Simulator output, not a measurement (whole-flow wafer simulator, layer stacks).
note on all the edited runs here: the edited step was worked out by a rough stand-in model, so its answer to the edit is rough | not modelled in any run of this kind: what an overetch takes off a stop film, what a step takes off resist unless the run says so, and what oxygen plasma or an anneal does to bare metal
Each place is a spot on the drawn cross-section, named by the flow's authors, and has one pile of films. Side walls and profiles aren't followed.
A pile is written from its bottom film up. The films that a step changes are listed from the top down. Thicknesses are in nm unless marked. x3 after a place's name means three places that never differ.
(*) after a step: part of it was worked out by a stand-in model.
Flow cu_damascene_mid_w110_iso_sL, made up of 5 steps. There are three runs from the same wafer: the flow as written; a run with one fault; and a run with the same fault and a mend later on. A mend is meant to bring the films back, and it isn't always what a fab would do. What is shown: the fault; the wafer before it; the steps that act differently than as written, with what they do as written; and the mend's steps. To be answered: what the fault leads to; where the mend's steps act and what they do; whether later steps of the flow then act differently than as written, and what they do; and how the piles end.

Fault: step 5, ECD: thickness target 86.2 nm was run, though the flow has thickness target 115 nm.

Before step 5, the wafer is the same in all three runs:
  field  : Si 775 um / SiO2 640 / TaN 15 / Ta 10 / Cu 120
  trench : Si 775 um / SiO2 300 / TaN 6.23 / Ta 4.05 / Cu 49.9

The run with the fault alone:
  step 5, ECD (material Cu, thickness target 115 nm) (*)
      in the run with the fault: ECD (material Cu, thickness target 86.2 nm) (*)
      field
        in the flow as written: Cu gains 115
        in the run with the fault: Cu gains 86.2
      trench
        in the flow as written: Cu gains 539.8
        in the run with the fault: Cu gains 511
  None of the later steps of the flow acts differently than as written at any place that is followed.
  By the end, the piles at field, trench depart from the flow's by more than 2% or 0.5 nm, whichever is larger.
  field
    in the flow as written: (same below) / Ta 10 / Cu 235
    in the run with the fault: (same below) / Ta 10 / Cu 206.2
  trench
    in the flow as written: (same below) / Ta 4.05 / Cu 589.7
    in the run with the fault: (same below) / Ta 4.05 / Cu 560.9

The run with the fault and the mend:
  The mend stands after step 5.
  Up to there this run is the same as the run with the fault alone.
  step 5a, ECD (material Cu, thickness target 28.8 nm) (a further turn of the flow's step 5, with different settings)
      field, trench
        Cu gains 28.8
  None of the later steps of the flow acts differently than as written at any place that is followed.
  The piles end the same as the flow's at every place that both follow.
